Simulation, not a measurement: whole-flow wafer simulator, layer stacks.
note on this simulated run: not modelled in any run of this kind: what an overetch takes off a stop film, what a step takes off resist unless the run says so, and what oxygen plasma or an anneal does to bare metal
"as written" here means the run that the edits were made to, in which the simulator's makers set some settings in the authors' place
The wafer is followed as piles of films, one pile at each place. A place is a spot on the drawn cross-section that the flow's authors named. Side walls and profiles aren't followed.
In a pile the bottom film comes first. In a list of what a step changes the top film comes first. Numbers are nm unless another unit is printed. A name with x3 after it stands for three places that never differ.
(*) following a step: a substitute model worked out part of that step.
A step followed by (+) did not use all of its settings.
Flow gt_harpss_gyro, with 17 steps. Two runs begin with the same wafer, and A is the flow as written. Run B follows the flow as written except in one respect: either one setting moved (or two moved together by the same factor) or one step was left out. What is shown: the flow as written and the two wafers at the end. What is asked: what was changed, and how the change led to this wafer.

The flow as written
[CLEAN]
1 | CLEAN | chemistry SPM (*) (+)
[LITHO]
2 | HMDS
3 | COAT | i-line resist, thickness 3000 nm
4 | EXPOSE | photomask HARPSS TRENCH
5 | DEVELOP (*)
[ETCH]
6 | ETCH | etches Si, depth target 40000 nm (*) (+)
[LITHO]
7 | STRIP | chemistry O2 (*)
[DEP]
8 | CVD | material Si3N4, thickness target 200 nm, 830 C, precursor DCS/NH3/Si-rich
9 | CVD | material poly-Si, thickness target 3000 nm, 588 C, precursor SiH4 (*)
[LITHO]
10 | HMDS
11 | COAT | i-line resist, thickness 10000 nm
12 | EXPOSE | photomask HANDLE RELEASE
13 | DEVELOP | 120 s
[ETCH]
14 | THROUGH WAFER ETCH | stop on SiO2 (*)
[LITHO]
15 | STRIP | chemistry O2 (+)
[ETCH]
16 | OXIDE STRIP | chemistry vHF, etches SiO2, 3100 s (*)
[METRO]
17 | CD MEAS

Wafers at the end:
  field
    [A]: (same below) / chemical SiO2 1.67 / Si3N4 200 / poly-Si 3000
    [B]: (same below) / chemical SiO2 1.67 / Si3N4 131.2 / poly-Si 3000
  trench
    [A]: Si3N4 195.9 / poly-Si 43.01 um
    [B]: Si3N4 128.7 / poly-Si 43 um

The reason: step 8, CVD: thickness target 131.2 nm was run, whereas the flow has thickness target 200 nm.
The wafer lets one read it off: field has Si3N4 131.2, and step 8 as written asks for 200 nm.

How this came from the change, step by step:
  8 | CVD | material Si3N4, thickness target 200 nm, 830 C, precursor DCS/NH3/Si-rich
      field: A +200 Si3N4 (new film) | B +131.2 Si3N4 (new film)
      trench: A +195.9 Si3N4 (new film) | B +128.7 Si3N4 (new film)
  9 | CVD | material poly-Si, thickness target 3000 nm, 588 C, precursor SiH4 (*)
      trench: A +43.01 um poly-Si (new film) | B +43 um poly-Si (new film)
